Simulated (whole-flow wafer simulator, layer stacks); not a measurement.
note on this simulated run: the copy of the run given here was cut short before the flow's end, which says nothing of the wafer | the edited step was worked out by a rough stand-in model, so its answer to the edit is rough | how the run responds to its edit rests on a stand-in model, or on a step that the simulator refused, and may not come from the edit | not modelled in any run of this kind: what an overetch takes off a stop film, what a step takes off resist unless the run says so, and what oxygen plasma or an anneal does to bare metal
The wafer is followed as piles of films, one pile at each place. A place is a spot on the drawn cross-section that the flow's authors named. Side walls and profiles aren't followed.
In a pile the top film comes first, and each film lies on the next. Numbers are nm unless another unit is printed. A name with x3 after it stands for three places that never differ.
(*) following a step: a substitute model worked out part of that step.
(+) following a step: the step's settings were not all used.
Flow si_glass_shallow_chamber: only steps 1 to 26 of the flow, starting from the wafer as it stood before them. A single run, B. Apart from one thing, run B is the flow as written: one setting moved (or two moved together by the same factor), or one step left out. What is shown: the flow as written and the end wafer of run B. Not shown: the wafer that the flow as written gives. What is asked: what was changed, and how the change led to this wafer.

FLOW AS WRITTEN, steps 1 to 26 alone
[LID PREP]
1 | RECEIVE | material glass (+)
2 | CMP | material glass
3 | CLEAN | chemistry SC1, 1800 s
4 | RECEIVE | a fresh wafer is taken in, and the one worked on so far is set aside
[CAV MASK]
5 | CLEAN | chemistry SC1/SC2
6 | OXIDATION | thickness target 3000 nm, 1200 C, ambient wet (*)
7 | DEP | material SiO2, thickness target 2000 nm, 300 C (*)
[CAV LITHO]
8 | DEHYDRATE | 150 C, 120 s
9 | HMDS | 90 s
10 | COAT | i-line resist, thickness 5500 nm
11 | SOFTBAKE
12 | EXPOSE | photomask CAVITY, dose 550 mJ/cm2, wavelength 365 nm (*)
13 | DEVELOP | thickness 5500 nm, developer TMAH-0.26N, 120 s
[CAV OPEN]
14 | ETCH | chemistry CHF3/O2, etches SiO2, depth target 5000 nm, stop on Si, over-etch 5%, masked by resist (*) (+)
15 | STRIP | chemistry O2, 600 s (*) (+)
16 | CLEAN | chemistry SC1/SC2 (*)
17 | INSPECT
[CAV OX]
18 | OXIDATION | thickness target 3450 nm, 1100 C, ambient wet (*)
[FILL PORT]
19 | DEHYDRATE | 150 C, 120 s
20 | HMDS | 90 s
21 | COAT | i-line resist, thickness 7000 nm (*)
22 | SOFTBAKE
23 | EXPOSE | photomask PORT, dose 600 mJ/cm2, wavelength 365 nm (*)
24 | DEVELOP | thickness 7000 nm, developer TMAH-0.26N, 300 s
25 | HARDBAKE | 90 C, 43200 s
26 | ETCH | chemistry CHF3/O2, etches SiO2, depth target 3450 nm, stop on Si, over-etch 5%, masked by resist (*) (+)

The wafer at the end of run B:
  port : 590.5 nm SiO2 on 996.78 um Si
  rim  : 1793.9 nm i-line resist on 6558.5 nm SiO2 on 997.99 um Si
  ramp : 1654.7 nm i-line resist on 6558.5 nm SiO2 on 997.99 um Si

What caused this: step 18, OXIDATION: 1182 C was run, whereas the flow has 1100 C.

The path from the change to this, step by step:
  18 | OXIDATION | thickness target 3450 nm, 1100 C, ambient wet (*)
      rim, ramp, septum, ring: +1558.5 SiO2, -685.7 Si (it would be, as written: +1109.8 SiO2, -488.3 Si)
      cav, port: +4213 SiO2 (new film), -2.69 chemical SiO2 (all of it), -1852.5 Si (it would be, as written: +3450 SiO2 (new film), -2.69 chemical SiO2 (all of it), -1516.8 Si)
  22 | SOFTBAKE
      rim: -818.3 i-line resist (it would be, as written: -849 i-line resist)
      ramp: -413.4 i-line resist (it would be, as written: -434.5 i-line resist)
      (as well as at 3 more places)
  25 | HARDBAKE | 90 C, 43200 s
      rim: -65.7 i-line resist (it would be, as written: -62.5 i-line resist)
      ramp: -60.6 i-line resist (it would be, as written: -57.1 i-line resist)
  26 | ETCH | chemistry CHF3/O2, etches SiO2, depth target 3450 nm, stop on Si, over-etch 5%, masked by resist (*) (+)
      port: -3622.5 SiO2 (it would be, as written: -3450 SiO2 (all of it), -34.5 Si)
